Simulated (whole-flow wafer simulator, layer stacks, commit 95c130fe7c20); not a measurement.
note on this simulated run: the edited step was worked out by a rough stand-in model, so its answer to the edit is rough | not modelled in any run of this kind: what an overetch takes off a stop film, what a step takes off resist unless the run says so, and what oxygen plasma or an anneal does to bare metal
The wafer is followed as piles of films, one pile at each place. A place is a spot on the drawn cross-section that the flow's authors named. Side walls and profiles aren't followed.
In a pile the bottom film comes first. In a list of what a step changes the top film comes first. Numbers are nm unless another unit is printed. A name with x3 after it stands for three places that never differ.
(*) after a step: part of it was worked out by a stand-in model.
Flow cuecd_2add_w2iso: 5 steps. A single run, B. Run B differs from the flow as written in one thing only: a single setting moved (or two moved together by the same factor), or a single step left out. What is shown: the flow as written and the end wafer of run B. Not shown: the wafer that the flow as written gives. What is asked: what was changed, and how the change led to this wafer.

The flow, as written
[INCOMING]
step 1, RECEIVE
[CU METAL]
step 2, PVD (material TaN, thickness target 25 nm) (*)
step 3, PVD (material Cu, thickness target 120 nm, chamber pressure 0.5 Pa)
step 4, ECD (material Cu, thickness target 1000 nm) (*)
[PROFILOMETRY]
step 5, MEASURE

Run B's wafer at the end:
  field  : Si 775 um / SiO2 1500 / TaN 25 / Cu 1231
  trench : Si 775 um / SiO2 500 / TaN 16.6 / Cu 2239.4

Cause: step 4, ECD: thickness target 1111 nm was run, while the flow as written has thickness target 1000 nm.

Step by step, how the change led to this:
  step 4, ECD (material Cu, thickness target 1000 nm) (*)
      field: +1111 Cu (as written it would have been: +1000 Cu)
      trench: +2158.6 Cu (as written it would have been: +2047.6 Cu)
